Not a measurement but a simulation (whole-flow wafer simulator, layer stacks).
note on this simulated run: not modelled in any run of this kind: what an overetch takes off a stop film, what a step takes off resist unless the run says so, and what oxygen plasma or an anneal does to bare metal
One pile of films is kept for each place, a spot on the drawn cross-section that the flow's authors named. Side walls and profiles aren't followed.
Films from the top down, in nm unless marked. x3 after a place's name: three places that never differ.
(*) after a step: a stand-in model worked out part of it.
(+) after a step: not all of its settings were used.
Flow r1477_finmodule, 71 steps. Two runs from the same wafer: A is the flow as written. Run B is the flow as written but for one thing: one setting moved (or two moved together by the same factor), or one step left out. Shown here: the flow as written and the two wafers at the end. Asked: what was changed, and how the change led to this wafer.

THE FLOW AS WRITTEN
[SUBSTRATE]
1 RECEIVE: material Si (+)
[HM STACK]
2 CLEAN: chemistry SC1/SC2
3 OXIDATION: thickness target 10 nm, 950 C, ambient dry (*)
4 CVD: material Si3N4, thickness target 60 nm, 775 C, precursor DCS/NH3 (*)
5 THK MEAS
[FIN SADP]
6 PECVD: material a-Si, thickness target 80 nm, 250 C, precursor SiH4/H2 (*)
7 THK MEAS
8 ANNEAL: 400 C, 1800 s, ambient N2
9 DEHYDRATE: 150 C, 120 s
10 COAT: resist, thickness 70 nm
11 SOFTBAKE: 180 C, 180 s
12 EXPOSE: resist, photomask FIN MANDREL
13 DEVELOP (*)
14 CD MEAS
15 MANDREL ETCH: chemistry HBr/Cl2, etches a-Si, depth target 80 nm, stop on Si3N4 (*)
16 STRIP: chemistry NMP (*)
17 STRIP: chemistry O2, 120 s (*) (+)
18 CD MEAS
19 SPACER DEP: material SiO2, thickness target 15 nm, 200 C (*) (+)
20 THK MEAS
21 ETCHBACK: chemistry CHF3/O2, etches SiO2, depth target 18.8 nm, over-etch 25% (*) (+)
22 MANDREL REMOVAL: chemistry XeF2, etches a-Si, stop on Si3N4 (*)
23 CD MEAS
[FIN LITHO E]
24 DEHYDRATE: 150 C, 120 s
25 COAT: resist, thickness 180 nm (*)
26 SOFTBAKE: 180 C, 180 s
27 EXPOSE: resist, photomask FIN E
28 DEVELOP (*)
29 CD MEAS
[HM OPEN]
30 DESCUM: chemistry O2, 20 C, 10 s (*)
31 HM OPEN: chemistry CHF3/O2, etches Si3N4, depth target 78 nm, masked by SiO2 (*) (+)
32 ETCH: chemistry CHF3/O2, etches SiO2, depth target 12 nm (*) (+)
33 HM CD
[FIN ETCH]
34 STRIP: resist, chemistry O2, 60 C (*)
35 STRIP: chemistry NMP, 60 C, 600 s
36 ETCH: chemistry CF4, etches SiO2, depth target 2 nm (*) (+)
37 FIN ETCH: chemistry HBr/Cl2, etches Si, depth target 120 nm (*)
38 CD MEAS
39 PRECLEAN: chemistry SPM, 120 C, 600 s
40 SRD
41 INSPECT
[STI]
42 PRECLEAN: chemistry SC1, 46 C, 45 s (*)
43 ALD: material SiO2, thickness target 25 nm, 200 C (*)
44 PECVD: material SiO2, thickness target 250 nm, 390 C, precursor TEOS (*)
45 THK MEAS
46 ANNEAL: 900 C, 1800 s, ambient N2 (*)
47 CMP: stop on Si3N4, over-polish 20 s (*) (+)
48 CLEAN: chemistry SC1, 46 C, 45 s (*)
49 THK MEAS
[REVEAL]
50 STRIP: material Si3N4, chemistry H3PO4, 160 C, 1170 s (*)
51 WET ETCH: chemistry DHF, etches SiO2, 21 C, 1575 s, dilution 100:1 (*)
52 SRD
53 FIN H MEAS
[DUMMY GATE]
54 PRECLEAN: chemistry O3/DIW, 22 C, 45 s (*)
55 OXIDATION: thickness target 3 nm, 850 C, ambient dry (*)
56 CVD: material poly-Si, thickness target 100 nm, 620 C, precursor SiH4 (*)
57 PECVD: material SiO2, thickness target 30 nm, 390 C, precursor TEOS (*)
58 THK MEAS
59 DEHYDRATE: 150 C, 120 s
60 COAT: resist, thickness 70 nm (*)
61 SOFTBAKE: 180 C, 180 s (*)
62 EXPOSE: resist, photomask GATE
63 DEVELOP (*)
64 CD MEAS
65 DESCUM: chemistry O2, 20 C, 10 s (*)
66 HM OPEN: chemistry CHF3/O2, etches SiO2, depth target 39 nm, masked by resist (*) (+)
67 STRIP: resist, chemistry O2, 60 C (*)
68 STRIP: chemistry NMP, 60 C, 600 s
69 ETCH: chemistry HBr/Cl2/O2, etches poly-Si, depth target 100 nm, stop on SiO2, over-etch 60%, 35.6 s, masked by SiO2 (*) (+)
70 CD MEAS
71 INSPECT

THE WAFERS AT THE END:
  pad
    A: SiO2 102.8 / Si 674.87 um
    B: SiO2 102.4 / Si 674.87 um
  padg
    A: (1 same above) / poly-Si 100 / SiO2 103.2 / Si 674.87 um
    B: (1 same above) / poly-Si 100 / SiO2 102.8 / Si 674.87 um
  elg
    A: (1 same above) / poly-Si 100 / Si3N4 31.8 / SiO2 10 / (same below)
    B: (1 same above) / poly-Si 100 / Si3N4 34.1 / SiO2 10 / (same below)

The cause: step 36, ETCH: chemistry CF4, etches SiO2, depth target 2 nm (*) (+), was left out.

How the change led to this, step by step:
  37 FIN ETCH: chemistry HBr/Cl2, etches Si, depth target 120 nm (*)
      pad, padg, esg and 19 more: A Si -120 | B chemical SiO2 -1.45 (all of it), Si -120
  51 WET ETCH: chemistry DHF, etches SiO2, 21 C, 1575 s, dilution 100:1 (*)
      elg, e40lg, e100lg, e200lg, elo, e40lo, e100lo, e200lo: A SiO2 -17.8 (all of it), Si3N4 -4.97 | B SiO2 -15.3 (all of it), Si3N4 -5.17
  67 STRIP: resist, chemistry O2, 60 C (*)
      e40sg: A resist -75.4 (all of it) | B resist -77.6 (all of it)
      e100sg: A resist -75.3 (all of it) | B resist -77.5 (all of it)
      (and at 1 more place)
